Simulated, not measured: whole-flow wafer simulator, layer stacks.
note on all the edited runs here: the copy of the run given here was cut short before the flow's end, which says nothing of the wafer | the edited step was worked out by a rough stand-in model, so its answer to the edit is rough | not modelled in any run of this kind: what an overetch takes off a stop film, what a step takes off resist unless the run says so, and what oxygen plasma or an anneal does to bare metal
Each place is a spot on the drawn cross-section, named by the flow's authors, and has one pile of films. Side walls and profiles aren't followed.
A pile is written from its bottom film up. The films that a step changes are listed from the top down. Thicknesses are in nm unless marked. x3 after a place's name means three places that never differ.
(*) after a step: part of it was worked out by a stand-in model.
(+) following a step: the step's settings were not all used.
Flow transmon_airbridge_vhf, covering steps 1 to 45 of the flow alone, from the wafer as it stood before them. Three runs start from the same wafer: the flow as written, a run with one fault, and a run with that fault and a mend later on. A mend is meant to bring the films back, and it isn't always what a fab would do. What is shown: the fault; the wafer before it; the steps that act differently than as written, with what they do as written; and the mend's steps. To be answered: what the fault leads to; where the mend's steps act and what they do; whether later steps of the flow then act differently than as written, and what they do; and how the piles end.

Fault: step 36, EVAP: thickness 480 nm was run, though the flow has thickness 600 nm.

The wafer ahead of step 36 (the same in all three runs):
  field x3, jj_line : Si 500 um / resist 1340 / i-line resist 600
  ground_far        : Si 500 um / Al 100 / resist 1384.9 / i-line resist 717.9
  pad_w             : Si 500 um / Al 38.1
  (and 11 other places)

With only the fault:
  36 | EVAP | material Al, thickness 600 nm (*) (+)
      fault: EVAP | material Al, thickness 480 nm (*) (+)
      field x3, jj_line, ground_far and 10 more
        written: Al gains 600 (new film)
        fault: Al gains 480 (new film)
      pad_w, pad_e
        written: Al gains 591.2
        fault: Al gains 473
  Later steps of the flow acting differently than as written:
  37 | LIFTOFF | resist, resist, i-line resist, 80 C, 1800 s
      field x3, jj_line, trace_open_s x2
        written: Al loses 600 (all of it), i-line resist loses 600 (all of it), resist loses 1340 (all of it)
        fault: Al loses 480 (all of it), i-line resist loses 600 (all of it), resist loses 1340 (all of it)
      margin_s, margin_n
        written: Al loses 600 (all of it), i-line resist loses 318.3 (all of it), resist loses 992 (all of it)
        fault: Al loses 480 (all of it), i-line resist loses 318.3 (all of it), resist loses 992 (all of it)
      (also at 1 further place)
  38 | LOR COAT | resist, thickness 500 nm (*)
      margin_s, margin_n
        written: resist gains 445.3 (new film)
        fault: resist gains 435.2 (new film)
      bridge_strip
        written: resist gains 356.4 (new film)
        fault: resist gains 370.3 (new film)
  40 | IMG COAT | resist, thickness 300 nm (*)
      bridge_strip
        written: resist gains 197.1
        fault: resist gains 204.3
  By the end, the piles at pad_w, flank_w, gap_w, cpw_trace, gap_e, flank_e, pad_e, bridge_strip depart from the flow's by more than 2% or 0.5 nm, whichever is larger.
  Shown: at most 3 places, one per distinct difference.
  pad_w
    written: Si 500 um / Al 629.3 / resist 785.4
    fault: Si 500 um / Al 511.1 / resist 801
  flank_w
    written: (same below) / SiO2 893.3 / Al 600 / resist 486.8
    fault: (same below) / SiO2 893.3 / Al 480 / resist 493.7
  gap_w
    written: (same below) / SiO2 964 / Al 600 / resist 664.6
    fault: (same below) / SiO2 964 / Al 480 / resist 673.5

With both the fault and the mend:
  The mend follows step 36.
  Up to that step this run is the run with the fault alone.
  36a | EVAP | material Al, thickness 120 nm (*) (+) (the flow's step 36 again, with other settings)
      field x3, jj_line, ground_far and 10 more
        Al gains 120
      pad_w, pad_e
        Al gains 118.2
  Later steps of the flow that are run all act as written at every place that is followed, up to a difference of at most 2% or 0.5 nm, whichever is larger.
  At the end the piles are close to the flow's at the places that both follow, differing by at most 2% or 0.5 nm, whichever is larger.
